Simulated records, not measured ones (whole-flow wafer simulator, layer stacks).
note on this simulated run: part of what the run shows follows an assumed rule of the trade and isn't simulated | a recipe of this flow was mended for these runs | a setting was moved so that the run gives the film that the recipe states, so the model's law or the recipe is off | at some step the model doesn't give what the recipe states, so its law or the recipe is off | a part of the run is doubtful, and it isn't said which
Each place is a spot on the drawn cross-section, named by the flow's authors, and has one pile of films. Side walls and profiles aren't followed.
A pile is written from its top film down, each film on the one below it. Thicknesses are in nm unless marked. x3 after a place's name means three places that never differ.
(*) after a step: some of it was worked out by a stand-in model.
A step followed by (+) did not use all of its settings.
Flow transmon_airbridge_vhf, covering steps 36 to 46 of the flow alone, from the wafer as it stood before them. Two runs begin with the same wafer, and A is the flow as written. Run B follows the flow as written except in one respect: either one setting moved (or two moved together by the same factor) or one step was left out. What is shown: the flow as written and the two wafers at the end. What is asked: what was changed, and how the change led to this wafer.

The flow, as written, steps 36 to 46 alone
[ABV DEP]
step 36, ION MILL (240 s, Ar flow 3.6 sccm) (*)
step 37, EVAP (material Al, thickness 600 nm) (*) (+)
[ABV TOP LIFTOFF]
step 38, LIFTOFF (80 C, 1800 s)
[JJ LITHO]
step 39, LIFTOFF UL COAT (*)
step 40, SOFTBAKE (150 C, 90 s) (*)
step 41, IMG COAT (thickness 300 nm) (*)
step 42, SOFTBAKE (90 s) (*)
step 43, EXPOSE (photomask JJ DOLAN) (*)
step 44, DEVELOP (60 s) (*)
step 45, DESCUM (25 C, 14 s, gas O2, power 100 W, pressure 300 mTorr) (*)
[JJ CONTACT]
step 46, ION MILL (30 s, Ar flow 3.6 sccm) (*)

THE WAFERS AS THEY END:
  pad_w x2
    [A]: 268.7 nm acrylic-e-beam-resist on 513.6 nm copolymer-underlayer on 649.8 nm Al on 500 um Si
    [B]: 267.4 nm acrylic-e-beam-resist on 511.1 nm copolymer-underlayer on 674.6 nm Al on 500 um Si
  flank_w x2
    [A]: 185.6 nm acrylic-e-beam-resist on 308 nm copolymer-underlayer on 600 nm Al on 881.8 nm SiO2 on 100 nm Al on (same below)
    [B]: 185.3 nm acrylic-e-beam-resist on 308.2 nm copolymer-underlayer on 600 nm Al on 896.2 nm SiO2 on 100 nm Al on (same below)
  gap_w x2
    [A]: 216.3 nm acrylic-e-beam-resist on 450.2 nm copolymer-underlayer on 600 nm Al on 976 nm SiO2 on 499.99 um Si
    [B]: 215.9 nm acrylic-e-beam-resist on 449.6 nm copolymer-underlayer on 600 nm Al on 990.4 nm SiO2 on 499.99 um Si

Cause: step 36, ION MILL: 96 s was run, whereas the flow has 240 s.

How this came from the change, step by step:
  step 36, ION MILL (240 s, Ar flow 3.6 sccm) (*)
      field x3, jj_line, ground_far, trace_open_s x2, margin_s, margin_n: A i-line-resist loses 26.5 | B i-line-resist loses 10.6
      flank_w x2, gap_w x2, cpw_trace, bridge_strip: A SiO2 loses 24 | B SiO2 loses 9.59
      (and at 2 other places as well)
  step 38, LIFTOFF (80 C, 1800 s)
      field x3, jj_line, trace_open_s x2: A Al loses 600 (all of it), i-line-resist loses 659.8 (all of it), lift-off-underlayer loses 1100 (all of it), acrylic-e-beam-resist loses 240 (all of it) | B Al loses 600 (all of it), i-line-resist loses 675.7 (all of it), lift-off-underlayer loses 1100 (all of it), acrylic-e-beam-resist loses 240 (all of it)
      margin_s, margin_n: A Al loses 600 (all of it), i-line-resist loses 378.2 (all of it), lift-off-underlayer loses 823.4 (all of it), acrylic-e-beam-resist loses 168.6 (all of it) | B Al loses 600 (all of it), i-line-resist loses 394.1 (all of it), lift-off-underlayer loses 823.4 (all of it), acrylic-e-beam-resist loses 168.6 (all of it)
      (and at 1 other place as well)
